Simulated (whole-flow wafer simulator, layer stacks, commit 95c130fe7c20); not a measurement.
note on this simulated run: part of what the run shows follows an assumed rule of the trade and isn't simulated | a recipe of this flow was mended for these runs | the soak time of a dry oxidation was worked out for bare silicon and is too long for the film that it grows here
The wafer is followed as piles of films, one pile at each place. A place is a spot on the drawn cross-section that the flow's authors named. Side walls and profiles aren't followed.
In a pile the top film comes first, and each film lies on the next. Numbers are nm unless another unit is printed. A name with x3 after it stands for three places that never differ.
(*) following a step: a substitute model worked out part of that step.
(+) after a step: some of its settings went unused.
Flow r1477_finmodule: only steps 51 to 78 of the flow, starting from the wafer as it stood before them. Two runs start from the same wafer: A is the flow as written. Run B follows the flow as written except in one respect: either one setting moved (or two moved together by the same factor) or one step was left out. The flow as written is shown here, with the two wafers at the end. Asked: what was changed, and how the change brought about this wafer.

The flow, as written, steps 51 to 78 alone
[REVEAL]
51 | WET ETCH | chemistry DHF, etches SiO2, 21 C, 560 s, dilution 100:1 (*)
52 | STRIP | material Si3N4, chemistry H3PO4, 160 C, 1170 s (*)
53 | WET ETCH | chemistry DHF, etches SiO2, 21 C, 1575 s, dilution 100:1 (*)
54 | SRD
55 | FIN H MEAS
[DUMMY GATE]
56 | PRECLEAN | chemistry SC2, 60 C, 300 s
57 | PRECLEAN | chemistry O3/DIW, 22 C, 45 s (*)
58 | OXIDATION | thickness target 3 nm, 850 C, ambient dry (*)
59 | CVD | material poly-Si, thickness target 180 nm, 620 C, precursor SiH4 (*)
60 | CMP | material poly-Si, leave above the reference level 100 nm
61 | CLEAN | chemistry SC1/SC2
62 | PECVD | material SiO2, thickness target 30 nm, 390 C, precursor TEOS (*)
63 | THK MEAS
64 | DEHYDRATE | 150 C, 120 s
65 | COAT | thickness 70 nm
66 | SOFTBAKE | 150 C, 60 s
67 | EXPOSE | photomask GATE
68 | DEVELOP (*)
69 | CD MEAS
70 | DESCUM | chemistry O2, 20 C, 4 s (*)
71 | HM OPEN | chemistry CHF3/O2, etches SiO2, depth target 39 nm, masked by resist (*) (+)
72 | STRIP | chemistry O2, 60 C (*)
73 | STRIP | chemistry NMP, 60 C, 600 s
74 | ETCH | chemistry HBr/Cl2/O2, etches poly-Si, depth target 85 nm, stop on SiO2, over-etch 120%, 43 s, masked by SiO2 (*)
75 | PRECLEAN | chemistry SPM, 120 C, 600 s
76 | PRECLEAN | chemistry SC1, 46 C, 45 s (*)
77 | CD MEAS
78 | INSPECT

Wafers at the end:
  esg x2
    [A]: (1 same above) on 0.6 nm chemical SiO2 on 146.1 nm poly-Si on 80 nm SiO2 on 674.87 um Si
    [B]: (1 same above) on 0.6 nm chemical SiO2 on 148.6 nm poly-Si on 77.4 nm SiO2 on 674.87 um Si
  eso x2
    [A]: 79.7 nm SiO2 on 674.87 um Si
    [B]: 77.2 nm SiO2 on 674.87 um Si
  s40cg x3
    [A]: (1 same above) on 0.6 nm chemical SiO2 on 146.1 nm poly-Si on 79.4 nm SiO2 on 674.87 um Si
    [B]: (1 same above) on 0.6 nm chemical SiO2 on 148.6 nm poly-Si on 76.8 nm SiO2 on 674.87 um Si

What caused this: step 52, STRIP: 1872 s was run, while the flow as written has 1170 s.

The path from the change to this, step by step:
  52 | STRIP | material Si3N4, chemistry H3PO4, 160 C, 1170 s (*)
      pad, padg, esg x2 and 18 more: A -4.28 SiO2 | B -6.84 SiO2
      elg x4, elo x4: A -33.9 Si3N4 (all of it), -2.15 SiO2 | B -33.9 Si3N4 (all of it), -4.07 SiO2
      (also at 6 further places)
  53 | WET ETCH | chemistry DHF, etches SiO2, 21 C, 1575 s, dilution 100:1 (*)
      elg x4, elo x4: A -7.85 SiO2 (all of it) | B -5.93 SiO2 (all of it)
      s40sg_line x3, s40so_line x3: A -8.51 SiO2 (all of it) | B -6.59 SiO2 (all of it)
  60 | CMP | material poly-Si, leave above the reference level 100 nm
      pad, padg: A -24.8 poly-Si | B -22.2 poly-Si
